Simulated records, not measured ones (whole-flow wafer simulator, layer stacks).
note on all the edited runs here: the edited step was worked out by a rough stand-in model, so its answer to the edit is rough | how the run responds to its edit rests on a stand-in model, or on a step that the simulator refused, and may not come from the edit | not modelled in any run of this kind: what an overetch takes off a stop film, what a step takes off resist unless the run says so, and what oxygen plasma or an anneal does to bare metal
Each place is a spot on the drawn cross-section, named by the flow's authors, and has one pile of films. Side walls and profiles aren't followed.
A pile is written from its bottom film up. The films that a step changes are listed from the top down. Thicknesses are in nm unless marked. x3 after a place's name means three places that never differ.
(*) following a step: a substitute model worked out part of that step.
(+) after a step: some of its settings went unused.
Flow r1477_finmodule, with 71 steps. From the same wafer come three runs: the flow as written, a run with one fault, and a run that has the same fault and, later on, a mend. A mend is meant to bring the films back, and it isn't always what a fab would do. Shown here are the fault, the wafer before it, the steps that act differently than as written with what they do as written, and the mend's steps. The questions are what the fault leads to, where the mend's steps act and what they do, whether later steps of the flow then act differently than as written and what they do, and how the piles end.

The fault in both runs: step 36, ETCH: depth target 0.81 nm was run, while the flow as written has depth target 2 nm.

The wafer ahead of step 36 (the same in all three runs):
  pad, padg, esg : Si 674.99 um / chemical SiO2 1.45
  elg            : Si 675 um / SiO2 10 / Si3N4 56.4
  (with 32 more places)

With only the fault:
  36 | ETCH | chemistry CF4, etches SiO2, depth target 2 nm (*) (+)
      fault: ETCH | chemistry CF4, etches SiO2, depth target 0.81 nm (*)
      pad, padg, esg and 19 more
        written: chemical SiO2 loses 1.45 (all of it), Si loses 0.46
        fault: chemical SiO2 loses 0.81
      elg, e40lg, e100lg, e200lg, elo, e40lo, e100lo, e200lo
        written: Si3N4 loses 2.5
        fault: Si3N4 loses 1.01
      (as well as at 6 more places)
  Steps later in the flow that act otherwise than as written (not shown: 7 more steps that differ only slightly, by at most 2% or 0.5 nm, whichever is larger):
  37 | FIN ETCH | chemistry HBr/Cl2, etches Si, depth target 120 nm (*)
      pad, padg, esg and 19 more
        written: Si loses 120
        fault: chemical SiO2 loses 0.64 (all of it), Si loses 120
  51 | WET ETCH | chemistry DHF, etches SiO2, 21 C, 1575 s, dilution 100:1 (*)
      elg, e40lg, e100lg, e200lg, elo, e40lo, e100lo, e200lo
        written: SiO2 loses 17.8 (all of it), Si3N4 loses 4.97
        fault: SiO2 loses 16.4 (all of it), Si3N4 loses 5.09
  The piles end different from the flow's at elg, e40lg, e100lg, e200lg, elo, e40lo, e100lo, e200lo by more than 2% or 0.5 nm, whichever is larger.
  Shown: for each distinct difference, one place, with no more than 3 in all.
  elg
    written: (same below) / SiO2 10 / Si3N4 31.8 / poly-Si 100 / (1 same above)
    fault: (same below) / SiO2 10 / Si3N4 33.1 / poly-Si 100 / (1 same above)
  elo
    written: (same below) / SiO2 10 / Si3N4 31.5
    fault: (same below) / SiO2 10 / Si3N4 32.9

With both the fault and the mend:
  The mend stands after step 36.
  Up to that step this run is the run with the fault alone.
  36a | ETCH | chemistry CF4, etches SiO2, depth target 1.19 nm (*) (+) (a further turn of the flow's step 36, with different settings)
      pad, padg, esg and 19 more
        chemical SiO2 loses 0.64 (all of it), Si loses 0.46
      elg, e40lg, e100lg, e200lg, elo, e40lo, e100lo, e200lo
        Si3N4 loses 1.49
      s40sg_line, s45sg_line, s50sg_line, s40so_line, s45so_line, s50so_line
        SiO2 loses 1.19
  Later steps of the flow that are run all act as written at every place that is followed.
  At every place that both follow, the piles at the end match the flow's.
